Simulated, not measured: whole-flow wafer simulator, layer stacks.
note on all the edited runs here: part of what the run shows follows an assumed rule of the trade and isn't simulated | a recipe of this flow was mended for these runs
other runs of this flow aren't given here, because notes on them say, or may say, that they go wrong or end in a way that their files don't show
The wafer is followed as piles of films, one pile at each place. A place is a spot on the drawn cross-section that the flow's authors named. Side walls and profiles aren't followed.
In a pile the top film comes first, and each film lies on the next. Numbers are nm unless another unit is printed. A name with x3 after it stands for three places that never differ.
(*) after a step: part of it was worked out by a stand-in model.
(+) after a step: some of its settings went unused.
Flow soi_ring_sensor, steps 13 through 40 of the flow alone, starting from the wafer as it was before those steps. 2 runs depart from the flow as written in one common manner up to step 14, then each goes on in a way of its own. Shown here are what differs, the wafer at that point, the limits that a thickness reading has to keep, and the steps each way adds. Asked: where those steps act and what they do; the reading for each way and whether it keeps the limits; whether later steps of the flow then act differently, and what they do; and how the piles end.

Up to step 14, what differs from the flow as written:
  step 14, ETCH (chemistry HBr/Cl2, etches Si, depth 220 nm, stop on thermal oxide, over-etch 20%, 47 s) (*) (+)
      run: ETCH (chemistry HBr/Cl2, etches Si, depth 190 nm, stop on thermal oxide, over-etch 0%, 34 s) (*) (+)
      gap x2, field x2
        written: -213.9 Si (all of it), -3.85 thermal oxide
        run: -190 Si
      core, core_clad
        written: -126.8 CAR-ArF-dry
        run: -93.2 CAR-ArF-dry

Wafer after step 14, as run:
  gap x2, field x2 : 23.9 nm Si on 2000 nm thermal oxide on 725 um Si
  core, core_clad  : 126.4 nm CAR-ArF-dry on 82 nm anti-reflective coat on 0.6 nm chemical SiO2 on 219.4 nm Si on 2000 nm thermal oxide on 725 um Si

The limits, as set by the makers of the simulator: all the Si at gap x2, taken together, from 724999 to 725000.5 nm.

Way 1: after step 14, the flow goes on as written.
  Reading after step 14: 725023.9 nm, not within the limits.
  Steps further on in the flow that do not act as written (not shown: 1 more step that differs only slightly, by at most 2% or 0.5 nm, whichever is larger):
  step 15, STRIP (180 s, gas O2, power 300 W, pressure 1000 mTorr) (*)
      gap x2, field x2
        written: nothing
        way: +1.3 chemical SiO2 (new film), -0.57 Si
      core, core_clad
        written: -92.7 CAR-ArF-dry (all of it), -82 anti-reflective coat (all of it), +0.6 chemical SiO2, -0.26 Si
        way: -126.4 CAR-ArF-dry (all of it), -82 anti-reflective coat (all of it), +0.58 chemical SiO2, -0.26 Si
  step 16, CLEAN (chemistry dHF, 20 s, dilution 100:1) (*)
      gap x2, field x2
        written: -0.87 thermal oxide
        way: -1.3 chemical SiO2 (all of it)
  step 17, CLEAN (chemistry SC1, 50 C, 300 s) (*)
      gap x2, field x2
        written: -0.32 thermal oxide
        way: +0.6 chemical SiO2 (new film), -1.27 Si
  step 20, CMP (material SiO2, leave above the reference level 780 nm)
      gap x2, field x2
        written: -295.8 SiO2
        way: -323.5 SiO2
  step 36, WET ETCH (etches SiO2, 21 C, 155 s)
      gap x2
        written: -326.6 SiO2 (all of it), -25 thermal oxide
        way: -298.9 SiO2 (all of it), -0.6 chemical SiO2 (all of it), -0.32 Si
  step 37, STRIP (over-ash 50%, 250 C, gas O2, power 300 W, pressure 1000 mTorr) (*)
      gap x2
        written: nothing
        way: +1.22 chemical SiO2 (new film), -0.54 Si
  At gap x2, field x2, the piles at the end differ from the flow's by more than 2% or 0.5 nm, whichever is larger.
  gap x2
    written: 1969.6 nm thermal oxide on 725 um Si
    way: 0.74 nm chemical SiO2 on 21.2 nm Si on 2000 nm thermal oxide on 725 um Si
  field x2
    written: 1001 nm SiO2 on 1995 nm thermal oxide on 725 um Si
    way: 973.2 nm SiO2 on 0.6 nm chemical SiO2 on 22.1 nm Si on 2000 nm thermal oxide on 725 um Si

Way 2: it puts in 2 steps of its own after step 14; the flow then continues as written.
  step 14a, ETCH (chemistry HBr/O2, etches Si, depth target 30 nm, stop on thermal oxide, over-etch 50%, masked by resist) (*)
      gap x2, field x2
        -23.9 Si (all of it), -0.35 thermal oxide
      core, core_clad
        -30 CAR-ArF-dry
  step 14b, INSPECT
      does not change any film at any place that is followed
  Reading after step 14b: 725000 nm, inside the limits.
  Steps further on in the flow that do not act as written (not shown: 1 more step that differs only slightly, by at most 2% or 0.5 nm, whichever is larger):
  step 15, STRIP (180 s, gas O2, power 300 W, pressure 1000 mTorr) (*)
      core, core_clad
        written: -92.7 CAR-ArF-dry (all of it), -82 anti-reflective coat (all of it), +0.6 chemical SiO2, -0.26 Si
        way: -96.4 CAR-ArF-dry (all of it), -82 anti-reflective coat (all of it), +0.6 chemical SiO2, -0.26 Si
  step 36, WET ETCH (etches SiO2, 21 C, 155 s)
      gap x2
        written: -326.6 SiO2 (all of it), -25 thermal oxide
        way: -323.1 SiO2 (all of it), -27.4 thermal oxide
  At the end the piles are close to the flow's at the places that both follow, differing by at most 2% or 0.5 nm, whichever is larger.

The limits are kept by: way 2. They are not kept by: way 1.
